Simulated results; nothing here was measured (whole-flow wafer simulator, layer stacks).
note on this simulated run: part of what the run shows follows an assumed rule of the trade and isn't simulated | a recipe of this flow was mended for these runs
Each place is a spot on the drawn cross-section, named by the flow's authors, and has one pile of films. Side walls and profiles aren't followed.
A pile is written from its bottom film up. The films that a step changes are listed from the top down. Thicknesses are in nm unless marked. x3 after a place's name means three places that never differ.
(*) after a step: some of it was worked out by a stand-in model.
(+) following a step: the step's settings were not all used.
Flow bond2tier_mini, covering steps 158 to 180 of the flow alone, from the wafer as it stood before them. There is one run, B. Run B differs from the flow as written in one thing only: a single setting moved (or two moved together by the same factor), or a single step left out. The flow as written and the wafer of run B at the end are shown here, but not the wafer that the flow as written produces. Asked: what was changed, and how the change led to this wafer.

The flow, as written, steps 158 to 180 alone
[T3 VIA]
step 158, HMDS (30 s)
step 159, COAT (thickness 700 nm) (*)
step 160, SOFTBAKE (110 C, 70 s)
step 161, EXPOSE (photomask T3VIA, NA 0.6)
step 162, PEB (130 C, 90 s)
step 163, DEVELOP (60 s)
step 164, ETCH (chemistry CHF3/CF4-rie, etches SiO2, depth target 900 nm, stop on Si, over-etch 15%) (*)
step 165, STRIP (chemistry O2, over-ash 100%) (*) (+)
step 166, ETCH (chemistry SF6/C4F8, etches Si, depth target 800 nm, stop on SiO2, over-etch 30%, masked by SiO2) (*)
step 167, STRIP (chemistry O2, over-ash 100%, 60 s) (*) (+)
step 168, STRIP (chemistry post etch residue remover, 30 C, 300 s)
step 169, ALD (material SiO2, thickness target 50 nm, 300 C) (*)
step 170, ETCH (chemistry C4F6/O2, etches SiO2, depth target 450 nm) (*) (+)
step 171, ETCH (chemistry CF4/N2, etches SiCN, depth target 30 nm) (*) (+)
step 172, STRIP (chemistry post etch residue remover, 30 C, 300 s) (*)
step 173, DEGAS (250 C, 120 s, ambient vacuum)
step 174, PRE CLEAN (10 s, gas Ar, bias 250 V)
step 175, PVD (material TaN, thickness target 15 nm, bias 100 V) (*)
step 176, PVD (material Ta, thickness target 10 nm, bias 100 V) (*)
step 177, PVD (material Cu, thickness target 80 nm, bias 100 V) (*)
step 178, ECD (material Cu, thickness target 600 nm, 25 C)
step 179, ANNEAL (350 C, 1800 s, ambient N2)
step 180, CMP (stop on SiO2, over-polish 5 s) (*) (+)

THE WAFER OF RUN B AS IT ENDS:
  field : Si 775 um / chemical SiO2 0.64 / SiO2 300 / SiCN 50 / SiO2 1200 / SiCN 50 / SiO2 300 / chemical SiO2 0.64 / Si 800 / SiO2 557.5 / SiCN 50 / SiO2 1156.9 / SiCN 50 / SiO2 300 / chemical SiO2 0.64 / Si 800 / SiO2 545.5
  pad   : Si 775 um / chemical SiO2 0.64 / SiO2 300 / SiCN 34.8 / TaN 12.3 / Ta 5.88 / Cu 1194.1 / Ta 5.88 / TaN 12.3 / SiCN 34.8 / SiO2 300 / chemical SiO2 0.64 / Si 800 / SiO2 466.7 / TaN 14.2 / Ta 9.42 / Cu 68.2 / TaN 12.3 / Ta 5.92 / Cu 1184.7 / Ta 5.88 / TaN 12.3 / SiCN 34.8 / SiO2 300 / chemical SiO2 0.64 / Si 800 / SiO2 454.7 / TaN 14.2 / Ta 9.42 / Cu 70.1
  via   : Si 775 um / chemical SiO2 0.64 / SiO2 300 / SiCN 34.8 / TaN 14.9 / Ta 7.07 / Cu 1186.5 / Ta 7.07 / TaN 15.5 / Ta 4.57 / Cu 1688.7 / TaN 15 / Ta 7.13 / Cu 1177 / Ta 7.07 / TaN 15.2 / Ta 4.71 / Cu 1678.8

The reason: step 169, ALD: thickness target 38 nm was run, whereas the flow has thickness target 50 nm.

How this came from the change, step by step:
  step 169, ALD (material SiO2, thickness target 50 nm, 300 C) (*)
      field, pad, via: +38 SiO2 (as written it would have been: +50 SiO2)
  step 170, ETCH (chemistry C4F6/O2, etches SiO2, depth target 450 nm) (*) (+)
      via: -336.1 SiO2 (all of it), -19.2 SiCN (as written it would have been: -348.1 SiO2 (all of it), -17.2 SiCN)
  step 171, ETCH (chemistry CF4/N2, etches SiCN, depth target 30 nm) (*) (+)
      via: -15.6 SiCN (all of it), -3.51 TaN (as written it would have been: -17.6 SiCN (all of it), -3.01 TaN)
  step 177, PVD (material Cu, thickness target 80 nm, bias 100 V) (*)
      via: +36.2 Cu (new film) (as written it would have been: +35 Cu (new film))
